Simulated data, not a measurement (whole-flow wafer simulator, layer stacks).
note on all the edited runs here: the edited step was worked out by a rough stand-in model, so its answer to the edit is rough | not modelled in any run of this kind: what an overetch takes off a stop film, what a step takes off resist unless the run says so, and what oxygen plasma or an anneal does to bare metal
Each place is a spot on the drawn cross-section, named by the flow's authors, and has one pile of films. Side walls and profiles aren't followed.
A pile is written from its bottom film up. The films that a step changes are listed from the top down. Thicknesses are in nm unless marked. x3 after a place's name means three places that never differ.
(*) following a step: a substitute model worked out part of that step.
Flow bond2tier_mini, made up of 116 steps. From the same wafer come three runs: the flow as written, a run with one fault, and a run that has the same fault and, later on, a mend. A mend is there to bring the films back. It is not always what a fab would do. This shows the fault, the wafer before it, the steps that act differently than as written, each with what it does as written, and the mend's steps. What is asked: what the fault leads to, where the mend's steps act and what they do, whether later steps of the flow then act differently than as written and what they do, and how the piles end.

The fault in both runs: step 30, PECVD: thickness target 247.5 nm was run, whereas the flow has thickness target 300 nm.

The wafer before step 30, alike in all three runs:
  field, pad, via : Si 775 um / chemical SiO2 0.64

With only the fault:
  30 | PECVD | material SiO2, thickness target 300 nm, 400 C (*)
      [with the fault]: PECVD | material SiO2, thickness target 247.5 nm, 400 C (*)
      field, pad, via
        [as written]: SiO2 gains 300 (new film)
        [with the fault]: SiO2 gains 247.5 (new film)
  Every later step of the flow that is run acts as written at every place that is followed.
  By the end, the piles at field, pad depart from the flow's by more than 2% or 0.5 nm, whichever is larger.
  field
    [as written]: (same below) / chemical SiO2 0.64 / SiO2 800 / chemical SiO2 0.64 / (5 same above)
    [with the fault]: (same below) / chemical SiO2 0.64 / SiO2 747.5 / chemical SiO2 0.64 / (5 same above)
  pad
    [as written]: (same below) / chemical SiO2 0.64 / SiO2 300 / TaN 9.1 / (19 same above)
    [with the fault]: (same below) / chemical SiO2 0.64 / SiO2 247.5 / TaN 9.1 / (19 same above)

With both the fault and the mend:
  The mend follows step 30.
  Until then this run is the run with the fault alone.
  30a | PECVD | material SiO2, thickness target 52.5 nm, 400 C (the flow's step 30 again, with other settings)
      field, pad, via
        SiO2 gains 52.5
  Every later step of the flow that is run acts as written at every place that is followed.
  The piles end the same as the flow's at every place that both follow.
